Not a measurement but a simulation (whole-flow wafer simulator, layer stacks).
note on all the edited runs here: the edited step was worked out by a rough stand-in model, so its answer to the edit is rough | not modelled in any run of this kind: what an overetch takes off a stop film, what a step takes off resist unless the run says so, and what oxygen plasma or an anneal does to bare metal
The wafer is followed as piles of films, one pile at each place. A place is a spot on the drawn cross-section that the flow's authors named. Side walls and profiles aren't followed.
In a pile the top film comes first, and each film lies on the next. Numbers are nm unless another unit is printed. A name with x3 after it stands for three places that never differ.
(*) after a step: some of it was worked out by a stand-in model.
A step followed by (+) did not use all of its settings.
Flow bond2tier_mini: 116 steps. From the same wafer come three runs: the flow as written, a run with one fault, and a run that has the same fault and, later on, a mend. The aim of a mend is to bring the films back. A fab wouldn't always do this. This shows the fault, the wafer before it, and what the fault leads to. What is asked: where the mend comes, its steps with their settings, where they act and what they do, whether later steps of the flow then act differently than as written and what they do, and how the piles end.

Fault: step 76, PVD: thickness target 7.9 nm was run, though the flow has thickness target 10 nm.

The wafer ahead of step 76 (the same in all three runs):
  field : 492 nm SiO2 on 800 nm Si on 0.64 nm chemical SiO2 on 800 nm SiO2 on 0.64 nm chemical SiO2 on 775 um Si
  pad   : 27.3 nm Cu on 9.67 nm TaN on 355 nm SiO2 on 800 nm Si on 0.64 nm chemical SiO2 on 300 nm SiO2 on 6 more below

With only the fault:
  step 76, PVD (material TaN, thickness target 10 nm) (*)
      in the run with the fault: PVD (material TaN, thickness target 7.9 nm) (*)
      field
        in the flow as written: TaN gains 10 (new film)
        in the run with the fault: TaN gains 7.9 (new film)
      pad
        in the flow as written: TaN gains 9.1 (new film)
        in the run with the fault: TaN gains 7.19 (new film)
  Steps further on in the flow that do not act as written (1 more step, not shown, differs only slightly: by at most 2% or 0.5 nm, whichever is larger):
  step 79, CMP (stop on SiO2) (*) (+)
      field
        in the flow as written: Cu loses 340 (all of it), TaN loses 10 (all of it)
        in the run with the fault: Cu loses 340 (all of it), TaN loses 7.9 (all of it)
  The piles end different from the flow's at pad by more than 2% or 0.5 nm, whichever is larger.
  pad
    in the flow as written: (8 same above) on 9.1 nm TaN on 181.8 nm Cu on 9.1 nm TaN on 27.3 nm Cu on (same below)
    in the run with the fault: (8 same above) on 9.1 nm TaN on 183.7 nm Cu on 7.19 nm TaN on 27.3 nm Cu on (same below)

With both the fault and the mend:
  After step 76 comes the mend.
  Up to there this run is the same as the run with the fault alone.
  step 76a, PVD (material TaN, thickness target 2.1 nm) (*) (the flow's step 76 again, with other settings)
      field
        TaN gains 2.1
      pad
        TaN gains 1.91
  None of the later steps of the flow acts differently than as written at any place that is followed.
  At every place that both follow, the piles at the end match the flow's.
